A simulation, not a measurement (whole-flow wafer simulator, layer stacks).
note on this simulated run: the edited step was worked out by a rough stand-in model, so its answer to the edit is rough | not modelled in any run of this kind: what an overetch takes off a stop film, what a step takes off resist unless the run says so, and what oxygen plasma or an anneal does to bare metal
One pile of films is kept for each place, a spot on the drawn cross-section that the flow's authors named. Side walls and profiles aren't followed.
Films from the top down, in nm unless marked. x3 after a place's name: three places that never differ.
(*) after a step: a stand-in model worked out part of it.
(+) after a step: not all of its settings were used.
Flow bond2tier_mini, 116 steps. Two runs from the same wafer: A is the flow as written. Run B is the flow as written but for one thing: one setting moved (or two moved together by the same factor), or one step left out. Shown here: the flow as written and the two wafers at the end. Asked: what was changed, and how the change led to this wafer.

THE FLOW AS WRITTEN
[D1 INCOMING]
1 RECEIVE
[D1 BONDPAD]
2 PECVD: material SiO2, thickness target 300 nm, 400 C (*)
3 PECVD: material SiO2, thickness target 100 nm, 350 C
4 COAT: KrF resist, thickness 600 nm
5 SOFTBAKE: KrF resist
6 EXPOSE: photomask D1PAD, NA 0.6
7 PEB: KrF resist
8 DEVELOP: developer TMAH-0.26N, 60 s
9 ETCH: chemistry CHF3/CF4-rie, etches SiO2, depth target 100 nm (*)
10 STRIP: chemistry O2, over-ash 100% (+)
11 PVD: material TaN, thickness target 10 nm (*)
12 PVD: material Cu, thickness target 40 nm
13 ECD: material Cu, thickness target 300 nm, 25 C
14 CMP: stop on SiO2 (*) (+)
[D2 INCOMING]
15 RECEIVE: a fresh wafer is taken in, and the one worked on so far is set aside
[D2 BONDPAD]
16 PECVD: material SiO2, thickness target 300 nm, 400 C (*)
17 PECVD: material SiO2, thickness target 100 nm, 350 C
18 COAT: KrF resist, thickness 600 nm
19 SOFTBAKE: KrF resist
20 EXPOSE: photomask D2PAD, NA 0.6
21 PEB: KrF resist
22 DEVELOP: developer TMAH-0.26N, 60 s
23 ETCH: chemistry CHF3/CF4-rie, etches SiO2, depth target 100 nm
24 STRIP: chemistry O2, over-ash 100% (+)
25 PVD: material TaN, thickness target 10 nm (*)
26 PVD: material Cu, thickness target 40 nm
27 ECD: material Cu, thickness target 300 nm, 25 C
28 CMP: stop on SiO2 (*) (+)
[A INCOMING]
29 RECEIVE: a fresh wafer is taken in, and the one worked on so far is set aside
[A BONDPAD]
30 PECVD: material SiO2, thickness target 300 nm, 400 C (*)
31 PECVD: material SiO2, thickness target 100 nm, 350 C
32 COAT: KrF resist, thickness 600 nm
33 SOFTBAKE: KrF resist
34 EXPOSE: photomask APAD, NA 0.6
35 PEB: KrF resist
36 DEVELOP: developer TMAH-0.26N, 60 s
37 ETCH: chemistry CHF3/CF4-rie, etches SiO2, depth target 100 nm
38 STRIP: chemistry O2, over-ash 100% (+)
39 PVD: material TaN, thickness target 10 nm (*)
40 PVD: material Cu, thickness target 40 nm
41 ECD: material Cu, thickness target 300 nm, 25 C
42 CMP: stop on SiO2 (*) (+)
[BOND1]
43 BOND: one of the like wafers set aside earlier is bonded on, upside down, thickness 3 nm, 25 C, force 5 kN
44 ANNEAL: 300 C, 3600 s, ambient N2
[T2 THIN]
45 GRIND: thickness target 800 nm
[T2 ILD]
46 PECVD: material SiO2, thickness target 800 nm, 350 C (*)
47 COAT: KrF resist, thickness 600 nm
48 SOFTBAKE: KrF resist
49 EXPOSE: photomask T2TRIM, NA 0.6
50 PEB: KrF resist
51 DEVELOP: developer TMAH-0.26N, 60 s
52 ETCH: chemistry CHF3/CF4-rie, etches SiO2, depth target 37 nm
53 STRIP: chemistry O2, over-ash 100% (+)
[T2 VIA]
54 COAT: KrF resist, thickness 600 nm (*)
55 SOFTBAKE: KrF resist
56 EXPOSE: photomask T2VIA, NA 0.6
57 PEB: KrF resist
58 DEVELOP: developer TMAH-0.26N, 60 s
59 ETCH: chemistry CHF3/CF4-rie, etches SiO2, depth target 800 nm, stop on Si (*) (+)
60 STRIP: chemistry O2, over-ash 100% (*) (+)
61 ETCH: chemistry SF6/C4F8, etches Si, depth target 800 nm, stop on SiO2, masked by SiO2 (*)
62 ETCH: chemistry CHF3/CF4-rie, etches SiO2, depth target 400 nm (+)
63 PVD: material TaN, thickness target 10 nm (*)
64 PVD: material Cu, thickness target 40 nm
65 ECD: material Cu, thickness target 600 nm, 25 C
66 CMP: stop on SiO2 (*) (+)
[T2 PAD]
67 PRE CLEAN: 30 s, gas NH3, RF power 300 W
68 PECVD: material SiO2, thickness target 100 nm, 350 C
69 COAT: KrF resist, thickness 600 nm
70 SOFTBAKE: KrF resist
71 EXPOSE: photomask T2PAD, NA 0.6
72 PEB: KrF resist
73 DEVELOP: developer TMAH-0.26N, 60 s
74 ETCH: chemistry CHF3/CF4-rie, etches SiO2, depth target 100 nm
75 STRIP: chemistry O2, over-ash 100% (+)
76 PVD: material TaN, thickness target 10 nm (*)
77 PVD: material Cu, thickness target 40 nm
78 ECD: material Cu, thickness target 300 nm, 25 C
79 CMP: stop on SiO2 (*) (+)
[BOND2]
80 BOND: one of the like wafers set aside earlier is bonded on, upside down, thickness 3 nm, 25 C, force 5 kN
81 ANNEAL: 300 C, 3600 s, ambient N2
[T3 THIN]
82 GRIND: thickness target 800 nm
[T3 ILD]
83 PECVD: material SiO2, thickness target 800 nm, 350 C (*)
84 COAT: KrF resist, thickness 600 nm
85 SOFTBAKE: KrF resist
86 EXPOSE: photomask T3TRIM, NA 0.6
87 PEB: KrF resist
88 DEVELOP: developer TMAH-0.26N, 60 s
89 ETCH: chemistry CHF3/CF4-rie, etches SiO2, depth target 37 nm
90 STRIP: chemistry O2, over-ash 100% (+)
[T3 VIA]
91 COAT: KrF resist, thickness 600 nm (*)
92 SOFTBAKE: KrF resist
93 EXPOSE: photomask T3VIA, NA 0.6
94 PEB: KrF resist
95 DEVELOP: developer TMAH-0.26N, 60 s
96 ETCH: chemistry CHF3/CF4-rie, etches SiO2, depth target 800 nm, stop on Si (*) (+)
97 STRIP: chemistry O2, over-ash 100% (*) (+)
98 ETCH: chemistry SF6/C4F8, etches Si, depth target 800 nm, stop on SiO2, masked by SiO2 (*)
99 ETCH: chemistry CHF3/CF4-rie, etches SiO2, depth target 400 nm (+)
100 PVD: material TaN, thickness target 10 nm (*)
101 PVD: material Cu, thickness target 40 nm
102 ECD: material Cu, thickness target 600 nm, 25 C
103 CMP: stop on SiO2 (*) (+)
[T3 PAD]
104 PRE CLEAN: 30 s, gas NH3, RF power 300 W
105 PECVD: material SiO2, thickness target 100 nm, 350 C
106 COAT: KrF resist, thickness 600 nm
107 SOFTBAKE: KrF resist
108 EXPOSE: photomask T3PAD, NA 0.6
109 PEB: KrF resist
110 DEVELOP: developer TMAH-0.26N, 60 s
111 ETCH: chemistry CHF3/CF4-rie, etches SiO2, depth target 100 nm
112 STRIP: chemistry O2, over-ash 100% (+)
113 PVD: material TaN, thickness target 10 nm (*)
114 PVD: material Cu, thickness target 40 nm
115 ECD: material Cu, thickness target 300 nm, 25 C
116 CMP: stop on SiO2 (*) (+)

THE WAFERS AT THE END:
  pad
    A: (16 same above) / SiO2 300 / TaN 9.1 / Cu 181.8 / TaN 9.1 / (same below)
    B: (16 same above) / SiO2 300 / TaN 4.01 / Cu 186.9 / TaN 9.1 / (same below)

The cause: step 11, PVD: thickness target 4.4 nm was run, where the flow has thickness target 10 nm.

How the change led to this, step by step:
  11 PVD: material TaN, thickness target 10 nm (*)
      field: A TaN +10 (new film) | B TaN +4.4 (new film)
      pad: A TaN +9.1 (new film) | B TaN +4.01 (new film)
      (and at 1 more place)
  14 CMP: stop on SiO2 (*) (+)
      field: A Cu -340 (all of it), TaN -10 (all of it) | B Cu -340 (all of it), TaN -4.4 (all of it)
  43 BOND: one of the like wafers set aside earlier is bonded on, upside down, thickness 3 nm, 25 C, force 5 kN
      pad: A Si +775 um (new film), chemical SiO2 +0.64 (new film), SiO2 +300 (new film), TaN +9.1 (new film), Cu +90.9 | B Si +775 um (new film), chemical SiO2 +0.64 (new film), SiO2 +300 (new film), TaN +4.01 (new film), Cu +96
      via: A Si +775 um (new film), chemical SiO2 +0.64 (new film), SiO2 +300 (new film), TaN +9.97 (new film), Cu +90 | B Si +775 um (new film), chemical SiO2 +0.64 (new film), SiO2 +300 (new film), TaN +4.39 (new film), Cu +95.6
